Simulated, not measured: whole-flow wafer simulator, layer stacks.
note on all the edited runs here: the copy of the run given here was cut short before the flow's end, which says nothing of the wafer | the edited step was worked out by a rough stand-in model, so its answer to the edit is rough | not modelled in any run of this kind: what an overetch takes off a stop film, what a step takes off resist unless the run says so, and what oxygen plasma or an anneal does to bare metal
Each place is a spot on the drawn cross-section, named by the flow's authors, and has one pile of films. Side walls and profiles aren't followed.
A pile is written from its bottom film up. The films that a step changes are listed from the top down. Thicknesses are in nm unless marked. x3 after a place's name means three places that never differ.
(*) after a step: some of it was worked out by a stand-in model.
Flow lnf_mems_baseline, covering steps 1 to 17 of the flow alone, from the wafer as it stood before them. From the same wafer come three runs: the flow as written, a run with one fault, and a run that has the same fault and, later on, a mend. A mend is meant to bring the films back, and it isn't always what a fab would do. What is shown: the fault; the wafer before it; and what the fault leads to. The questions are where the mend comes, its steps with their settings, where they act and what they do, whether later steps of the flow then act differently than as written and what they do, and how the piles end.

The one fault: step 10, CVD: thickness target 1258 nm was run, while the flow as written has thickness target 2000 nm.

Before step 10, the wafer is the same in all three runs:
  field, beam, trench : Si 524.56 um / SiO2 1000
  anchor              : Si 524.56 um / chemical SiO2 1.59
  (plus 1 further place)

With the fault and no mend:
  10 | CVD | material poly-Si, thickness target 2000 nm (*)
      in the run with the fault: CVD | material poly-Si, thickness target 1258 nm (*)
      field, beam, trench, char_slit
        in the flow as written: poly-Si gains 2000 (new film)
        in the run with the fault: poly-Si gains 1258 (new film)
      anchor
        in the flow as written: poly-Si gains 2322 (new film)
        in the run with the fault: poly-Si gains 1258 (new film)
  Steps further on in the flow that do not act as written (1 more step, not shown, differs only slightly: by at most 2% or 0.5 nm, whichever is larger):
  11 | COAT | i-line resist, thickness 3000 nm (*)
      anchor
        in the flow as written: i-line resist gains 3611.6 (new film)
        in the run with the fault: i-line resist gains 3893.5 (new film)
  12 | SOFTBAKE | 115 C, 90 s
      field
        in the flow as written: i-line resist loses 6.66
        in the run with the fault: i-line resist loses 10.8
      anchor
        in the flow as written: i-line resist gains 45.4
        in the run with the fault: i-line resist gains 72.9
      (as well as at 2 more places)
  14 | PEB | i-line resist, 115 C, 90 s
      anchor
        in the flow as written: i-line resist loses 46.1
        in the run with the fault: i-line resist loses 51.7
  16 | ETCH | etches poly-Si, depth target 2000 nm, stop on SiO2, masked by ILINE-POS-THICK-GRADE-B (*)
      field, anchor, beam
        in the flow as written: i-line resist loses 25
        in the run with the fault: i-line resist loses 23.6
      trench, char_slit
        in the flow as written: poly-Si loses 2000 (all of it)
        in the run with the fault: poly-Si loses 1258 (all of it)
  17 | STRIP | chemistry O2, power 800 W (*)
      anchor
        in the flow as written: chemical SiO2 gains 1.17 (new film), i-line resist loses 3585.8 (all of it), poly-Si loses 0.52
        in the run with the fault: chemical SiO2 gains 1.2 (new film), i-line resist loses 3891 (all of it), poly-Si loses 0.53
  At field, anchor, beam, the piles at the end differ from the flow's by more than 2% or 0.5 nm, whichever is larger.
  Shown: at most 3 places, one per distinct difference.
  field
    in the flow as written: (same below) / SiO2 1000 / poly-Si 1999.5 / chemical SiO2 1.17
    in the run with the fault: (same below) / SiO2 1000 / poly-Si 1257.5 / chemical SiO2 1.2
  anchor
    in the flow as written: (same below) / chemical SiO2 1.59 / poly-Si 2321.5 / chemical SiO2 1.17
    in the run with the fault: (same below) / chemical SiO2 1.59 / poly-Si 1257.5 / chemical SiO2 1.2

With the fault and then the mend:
  The mend stands after step 10.
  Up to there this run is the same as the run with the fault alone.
  10a | ETCH | chemistry tmah, depth target 1621 nm
      field, anchor, beam, trench, char_slit
        poly-Si loses 1258 (all of it)
  10b | CLEAN | chemistry SC1/SC2 (the flow's step 1, run once more)
      alters no film at any place that is followed
  10c | CVD | material poly-Si, thickness target 2000 nm (*) (the flow's step 10, run once more)
      field, beam, trench, char_slit
        poly-Si gains 2000 (new film)
      anchor
        poly-Si gains 2322 (new film)
  None of the later steps of the flow acts differently than as written at any place that is followed.
  At every place that both follow, the piles at the end match the flow's.
